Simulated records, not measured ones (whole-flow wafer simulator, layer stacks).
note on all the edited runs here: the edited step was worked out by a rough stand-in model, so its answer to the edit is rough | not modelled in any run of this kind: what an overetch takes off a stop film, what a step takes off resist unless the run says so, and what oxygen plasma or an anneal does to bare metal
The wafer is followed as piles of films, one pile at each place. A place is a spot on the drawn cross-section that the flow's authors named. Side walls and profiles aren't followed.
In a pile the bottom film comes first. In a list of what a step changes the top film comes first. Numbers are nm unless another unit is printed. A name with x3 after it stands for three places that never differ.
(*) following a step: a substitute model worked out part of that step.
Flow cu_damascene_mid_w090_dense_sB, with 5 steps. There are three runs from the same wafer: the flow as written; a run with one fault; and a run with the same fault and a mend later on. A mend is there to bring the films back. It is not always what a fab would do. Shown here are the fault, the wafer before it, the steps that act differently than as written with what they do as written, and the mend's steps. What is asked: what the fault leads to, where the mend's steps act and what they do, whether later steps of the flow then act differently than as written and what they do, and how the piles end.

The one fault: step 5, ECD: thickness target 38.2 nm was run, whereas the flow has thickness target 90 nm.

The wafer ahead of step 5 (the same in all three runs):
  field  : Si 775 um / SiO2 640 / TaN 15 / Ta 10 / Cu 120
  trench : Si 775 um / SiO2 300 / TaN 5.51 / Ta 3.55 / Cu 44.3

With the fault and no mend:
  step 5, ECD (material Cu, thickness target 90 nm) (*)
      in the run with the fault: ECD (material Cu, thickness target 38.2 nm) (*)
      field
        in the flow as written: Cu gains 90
        in the run with the fault: Cu gains 38.2
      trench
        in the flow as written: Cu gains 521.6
        in the run with the fault: Cu gains 469.8
  Later steps of the flow that are run all act as written at every place that is followed.
  By the end, the piles at field, trench depart from the flow's by more than 2% or 0.5 nm, whichever is larger.
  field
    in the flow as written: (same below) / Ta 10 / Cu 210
    in the run with the fault: (same below) / Ta 10 / Cu 158.2
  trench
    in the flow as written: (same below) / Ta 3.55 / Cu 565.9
    in the run with the fault: (same below) / Ta 3.55 / Cu 514.1

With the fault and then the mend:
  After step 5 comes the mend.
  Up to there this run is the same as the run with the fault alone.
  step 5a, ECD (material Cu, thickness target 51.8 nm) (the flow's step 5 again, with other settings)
      field, trench
        Cu gains 51.8
  Later steps of the flow that are run all act as written at every place that is followed.
  At every place that both follow, the piles at the end match the flow's.
